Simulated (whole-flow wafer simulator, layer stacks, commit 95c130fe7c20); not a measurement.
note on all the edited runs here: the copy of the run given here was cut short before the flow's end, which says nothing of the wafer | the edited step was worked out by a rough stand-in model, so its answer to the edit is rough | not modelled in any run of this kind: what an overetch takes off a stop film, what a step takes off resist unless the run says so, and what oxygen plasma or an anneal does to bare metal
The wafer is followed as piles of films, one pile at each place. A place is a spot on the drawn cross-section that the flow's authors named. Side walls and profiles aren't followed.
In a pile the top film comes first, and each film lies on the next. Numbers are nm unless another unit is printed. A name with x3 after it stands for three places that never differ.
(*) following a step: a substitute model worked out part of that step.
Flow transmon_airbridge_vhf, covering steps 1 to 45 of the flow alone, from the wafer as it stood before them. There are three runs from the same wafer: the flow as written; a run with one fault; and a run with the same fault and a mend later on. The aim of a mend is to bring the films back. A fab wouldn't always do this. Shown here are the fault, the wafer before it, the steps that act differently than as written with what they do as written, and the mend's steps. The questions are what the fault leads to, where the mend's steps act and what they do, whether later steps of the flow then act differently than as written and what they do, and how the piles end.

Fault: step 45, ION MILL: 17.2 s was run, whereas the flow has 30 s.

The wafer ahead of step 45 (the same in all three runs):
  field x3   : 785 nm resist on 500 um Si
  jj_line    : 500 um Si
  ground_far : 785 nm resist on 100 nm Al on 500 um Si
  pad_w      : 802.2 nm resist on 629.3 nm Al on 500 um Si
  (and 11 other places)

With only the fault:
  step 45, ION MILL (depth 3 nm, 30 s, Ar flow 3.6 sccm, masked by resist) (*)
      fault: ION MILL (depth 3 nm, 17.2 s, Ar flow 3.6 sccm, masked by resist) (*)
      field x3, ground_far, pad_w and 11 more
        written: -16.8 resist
        fault: -9.62 resist
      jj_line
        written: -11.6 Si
        fault: -6.67 Si
  Later steps of the flow that are run all act as written at every place that is followed.
  At the end the piles are close to the flow's at the places that both follow, differing by at most 2% or 0.5 nm, whichever is larger.

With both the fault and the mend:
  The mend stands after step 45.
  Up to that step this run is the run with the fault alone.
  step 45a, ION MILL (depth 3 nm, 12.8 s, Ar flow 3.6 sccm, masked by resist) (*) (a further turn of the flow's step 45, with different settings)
      field x3, ground_far, pad_w and 11 more
        -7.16 resist
      jj_line
        -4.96 Si
  Later steps of the flow that are run all act as written at every place that is followed.
  At every place that both follow, the piles at the end match the flow's.
